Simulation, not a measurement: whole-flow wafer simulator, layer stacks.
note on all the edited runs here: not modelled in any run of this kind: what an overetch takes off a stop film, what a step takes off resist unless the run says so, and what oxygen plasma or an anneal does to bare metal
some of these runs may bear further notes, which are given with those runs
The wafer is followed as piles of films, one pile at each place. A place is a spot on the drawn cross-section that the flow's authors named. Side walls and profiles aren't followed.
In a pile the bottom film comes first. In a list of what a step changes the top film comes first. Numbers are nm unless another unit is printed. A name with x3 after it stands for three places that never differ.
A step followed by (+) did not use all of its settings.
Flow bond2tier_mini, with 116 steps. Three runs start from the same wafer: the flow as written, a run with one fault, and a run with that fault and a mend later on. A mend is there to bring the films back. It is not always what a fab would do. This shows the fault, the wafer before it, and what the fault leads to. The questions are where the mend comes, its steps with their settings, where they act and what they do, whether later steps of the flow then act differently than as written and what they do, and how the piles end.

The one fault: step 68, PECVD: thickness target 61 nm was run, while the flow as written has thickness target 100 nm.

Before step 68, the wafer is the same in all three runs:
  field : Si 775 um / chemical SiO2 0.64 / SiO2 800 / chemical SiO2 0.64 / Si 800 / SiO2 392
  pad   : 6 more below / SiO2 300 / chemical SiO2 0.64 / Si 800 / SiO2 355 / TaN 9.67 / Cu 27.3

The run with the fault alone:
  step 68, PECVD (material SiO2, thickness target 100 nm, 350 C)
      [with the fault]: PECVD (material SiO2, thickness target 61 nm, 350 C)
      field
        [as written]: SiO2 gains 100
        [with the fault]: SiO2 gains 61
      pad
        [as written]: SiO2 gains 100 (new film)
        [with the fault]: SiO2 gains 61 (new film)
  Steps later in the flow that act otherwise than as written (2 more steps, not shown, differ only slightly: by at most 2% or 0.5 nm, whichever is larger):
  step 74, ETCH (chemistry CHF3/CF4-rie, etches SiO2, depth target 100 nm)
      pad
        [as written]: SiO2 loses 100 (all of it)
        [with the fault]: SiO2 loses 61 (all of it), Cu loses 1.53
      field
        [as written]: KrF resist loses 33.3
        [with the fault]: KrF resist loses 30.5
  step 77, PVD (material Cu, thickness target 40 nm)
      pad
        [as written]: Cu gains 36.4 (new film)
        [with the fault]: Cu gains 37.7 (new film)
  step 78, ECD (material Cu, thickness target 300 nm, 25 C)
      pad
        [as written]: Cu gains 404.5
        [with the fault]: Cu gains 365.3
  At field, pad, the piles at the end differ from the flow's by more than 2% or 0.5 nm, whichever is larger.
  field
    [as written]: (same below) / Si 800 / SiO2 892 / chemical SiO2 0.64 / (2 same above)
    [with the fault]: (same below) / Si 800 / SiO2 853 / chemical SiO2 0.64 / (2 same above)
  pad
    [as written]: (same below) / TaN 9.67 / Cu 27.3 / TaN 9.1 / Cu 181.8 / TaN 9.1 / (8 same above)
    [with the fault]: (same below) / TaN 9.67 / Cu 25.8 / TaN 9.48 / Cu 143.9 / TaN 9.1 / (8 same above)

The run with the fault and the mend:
  The mend stands after step 73.
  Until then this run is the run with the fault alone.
  step 73a, STRIP (chemistry O2, over-ash 100%) (+)
      field
        KrF resist loses 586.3 (all of it)
  step 73b, PECVD (material SiO2, thickness target 39 nm, 350 C) (a further turn of the flow's step 68, with different settings)
      field, pad
        SiO2 gains 39
  step 73c, COAT (KrF resist, thickness 600 nm) (a further turn of the flow's step 69)
      field, pad
        KrF resist gains 600 (new film)
  step 73d, SOFTBAKE (KrF resist) (a further turn of the flow's step 70)
      does not change any film at any place that is followed
  step 73e, EXPOSE (photomask T2PAD, NA 0.6) (a further turn of the flow's step 71)
      does not change any film at any place that is followed
  step 73f, PEB (KrF resist) (a further turn of the flow's step 72)
      does not change any film at any place that is followed
  step 73g, DEVELOP (developer TMAH-0.26N, 60 s) (a further turn of the flow's step 73)
      field
        KrF resist loses 13.7
      pad
        KrF resist loses 600 (all of it)
  Every later step of the flow that is run acts as written at every place that is followed.
  The piles end the same as the flow's at every place that both follow.
